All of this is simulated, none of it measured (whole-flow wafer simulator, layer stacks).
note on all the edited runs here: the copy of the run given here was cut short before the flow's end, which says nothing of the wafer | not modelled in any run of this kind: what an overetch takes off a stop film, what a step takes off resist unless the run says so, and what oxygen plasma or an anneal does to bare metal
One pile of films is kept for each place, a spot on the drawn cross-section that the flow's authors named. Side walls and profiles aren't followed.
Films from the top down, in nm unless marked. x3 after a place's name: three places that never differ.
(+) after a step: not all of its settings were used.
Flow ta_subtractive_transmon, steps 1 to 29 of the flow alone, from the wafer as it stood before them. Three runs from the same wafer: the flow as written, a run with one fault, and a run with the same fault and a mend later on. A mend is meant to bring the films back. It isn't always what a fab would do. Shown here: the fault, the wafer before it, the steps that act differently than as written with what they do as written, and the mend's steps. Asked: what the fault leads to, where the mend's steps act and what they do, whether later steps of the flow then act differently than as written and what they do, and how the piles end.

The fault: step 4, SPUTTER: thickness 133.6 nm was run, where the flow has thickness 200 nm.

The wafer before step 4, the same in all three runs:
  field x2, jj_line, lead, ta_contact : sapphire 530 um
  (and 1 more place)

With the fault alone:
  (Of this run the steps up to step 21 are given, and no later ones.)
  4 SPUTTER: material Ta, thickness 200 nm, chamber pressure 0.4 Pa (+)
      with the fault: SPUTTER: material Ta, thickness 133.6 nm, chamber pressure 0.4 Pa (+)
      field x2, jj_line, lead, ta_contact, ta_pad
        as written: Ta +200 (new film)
        with the fault: Ta +133.6 (new film)
  Later steps of the flow that act differently than as written:
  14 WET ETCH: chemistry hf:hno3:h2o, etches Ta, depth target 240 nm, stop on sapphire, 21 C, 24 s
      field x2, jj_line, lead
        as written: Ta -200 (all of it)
        with the fault: Ta -133.6 (all of it)
  After step 21 the piles differ from the flow's by more than 2% or 0.5 nm, whichever is larger, at ta_contact, ta_pad.
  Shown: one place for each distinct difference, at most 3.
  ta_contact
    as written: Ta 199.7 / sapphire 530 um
    with the fault: Ta 133.3 / sapphire 530 um

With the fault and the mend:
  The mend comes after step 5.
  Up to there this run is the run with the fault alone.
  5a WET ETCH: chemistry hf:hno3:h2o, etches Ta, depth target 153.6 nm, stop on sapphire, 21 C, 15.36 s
      field x2, jj_line, lead, ta_contact, ta_pad
        Ta -133.6 (all of it)
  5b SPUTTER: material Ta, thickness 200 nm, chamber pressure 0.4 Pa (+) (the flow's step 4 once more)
      field x2, jj_line, lead, ta_contact, ta_pad
        Ta +200 (new film)
  No later step of the flow acts differently than as written at any place that is followed.
  At the end the piles are the same as the flow's at every place that both follow.
